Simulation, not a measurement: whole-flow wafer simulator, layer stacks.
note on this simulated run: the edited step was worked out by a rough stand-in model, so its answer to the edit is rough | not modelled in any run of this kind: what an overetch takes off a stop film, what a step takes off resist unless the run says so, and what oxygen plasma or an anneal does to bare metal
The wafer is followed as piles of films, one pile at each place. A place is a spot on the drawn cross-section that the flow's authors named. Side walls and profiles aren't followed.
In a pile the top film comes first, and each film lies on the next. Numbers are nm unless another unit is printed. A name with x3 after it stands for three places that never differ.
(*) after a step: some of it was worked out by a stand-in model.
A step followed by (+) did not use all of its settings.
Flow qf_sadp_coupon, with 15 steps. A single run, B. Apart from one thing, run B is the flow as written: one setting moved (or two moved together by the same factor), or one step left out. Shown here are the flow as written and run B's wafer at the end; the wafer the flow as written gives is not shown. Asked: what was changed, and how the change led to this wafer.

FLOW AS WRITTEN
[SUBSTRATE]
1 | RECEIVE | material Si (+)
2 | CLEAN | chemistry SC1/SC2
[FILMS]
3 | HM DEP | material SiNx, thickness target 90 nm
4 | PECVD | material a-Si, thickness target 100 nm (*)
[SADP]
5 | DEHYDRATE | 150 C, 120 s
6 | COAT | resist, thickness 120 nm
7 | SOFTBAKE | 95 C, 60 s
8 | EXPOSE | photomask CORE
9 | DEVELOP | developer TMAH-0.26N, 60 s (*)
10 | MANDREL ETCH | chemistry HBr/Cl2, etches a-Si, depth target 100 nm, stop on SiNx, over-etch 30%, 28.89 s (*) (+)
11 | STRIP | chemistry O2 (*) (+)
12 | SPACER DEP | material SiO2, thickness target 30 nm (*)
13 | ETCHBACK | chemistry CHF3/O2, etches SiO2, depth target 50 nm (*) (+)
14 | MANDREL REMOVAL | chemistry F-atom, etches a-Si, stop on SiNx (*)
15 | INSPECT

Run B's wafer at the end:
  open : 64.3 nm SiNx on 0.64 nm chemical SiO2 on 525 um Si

What caused this: step 10, MANDREL ETCH: depth target 112.5 nm was run, though the flow has depth target 100 nm.

The path from the change to this, step by step:
  10 | MANDREL ETCH | chemistry HBr/Cl2, etches a-Si, depth target 100 nm, stop on SiNx, over-etch 30%, 28.89 s (*) (+)
      m: -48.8 resist (it would be, as written: -43.3 resist)
      open: -100 a-Si (all of it), -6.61 SiNx (it would be, as written: -100 a-Si (all of it), -4.29 SiNx)
  11 | STRIP | chemistry O2 (*) (+)
      m: +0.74 chemical SiO2 (new film), -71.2 resist (all of it), -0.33 a-Si (it would be, as written: +0.74 chemical SiO2 (new film), -76.7 resist (all of it), -0.32 a-Si)
